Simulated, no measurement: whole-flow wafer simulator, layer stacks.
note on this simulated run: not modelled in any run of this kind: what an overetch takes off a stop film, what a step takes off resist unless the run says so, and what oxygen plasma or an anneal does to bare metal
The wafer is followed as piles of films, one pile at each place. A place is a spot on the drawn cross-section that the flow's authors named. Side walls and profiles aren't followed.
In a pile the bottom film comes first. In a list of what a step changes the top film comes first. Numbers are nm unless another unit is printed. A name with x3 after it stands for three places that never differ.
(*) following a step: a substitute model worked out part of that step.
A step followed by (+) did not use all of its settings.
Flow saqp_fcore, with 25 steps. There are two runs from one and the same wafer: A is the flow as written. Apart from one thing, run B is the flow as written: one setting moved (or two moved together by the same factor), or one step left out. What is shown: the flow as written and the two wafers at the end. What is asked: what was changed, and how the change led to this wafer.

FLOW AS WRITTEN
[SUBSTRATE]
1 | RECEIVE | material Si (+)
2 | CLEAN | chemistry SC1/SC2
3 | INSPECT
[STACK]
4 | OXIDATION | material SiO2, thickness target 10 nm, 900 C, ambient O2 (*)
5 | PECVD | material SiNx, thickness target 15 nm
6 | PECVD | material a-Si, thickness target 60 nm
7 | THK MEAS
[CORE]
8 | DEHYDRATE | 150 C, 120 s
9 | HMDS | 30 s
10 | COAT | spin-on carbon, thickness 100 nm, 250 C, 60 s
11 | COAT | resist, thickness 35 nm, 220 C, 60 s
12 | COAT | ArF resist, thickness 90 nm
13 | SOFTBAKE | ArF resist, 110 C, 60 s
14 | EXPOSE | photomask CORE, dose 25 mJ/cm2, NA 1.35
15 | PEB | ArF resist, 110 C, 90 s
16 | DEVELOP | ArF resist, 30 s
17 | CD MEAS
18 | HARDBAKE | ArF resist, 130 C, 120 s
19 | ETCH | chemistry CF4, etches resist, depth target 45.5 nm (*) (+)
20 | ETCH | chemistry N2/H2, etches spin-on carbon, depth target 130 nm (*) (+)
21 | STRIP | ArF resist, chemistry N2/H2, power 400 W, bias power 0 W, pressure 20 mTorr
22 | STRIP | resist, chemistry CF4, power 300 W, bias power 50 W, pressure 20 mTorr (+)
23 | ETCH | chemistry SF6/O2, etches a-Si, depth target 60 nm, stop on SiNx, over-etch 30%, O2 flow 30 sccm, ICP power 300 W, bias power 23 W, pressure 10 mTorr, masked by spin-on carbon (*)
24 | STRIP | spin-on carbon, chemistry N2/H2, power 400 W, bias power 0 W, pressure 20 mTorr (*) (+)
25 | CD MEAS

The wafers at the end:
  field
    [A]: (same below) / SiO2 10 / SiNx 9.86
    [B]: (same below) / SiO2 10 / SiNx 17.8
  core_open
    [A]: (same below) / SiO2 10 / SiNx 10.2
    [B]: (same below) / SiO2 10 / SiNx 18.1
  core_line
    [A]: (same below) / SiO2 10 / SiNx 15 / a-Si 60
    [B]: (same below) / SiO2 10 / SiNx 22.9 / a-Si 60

The reason: step 5, PECVD: thickness target 22.9 nm was run, though the flow has thickness target 15 nm.
The wafer itself shows it: core_line has SiNx 22.9, and step 5 as written asks for 15 nm.

The path from the change to this, step by step:
  5 | PECVD | material SiNx, thickness target 15 nm
      field, core_open, core_line: A SiNx gains 15 (new film) | B SiNx gains 22.9 (new film)
